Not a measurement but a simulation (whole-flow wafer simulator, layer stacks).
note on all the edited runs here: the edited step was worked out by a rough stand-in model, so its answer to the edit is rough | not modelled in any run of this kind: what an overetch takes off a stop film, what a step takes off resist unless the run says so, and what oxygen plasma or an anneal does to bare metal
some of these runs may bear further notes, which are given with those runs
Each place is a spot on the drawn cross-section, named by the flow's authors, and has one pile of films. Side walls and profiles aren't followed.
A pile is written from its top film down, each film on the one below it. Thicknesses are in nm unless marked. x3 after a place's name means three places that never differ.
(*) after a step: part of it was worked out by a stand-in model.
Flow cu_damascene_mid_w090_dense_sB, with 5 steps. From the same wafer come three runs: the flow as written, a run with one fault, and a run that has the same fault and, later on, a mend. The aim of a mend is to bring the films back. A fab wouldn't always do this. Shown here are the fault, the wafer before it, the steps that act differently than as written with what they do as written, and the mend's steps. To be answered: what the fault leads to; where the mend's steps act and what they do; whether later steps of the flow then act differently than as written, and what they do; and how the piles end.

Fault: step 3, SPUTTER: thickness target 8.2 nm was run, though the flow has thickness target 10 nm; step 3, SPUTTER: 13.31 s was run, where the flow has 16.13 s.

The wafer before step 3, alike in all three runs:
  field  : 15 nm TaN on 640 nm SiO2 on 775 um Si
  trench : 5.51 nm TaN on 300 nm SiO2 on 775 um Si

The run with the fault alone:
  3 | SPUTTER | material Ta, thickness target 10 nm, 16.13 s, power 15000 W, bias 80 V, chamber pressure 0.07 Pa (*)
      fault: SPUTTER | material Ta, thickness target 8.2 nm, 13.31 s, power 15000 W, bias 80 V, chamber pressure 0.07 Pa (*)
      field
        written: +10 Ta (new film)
        fault: +8.2 Ta (new film)
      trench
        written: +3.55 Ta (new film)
        fault: +2.91 Ta (new film)
  Every later step of the flow that is run acts as written, at every place that is followed, to within 2% or 0.5 nm, whichever is larger.
  By the end, the piles at field, trench depart from the flow's by more than 2% or 0.5 nm, whichever is larger.
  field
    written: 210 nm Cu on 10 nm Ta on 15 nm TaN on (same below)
    fault: 210 nm Cu on 8.2 nm Ta on 15 nm TaN on (same below)
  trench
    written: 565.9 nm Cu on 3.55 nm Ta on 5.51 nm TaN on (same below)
    fault: 564.8 nm Cu on 2.91 nm Ta on 5.51 nm TaN on (same below)

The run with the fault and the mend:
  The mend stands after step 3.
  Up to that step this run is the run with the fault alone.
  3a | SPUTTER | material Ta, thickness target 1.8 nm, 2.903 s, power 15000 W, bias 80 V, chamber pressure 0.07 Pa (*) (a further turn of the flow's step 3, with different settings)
      field
        +1.8 Ta
      trench
        +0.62 Ta
  Every later step of the flow that is run acts as written at every place that is followed.
  The piles end only slightly different from the flow's at the places that both follow, by no more than 2% or 0.5 nm, whichever is larger.
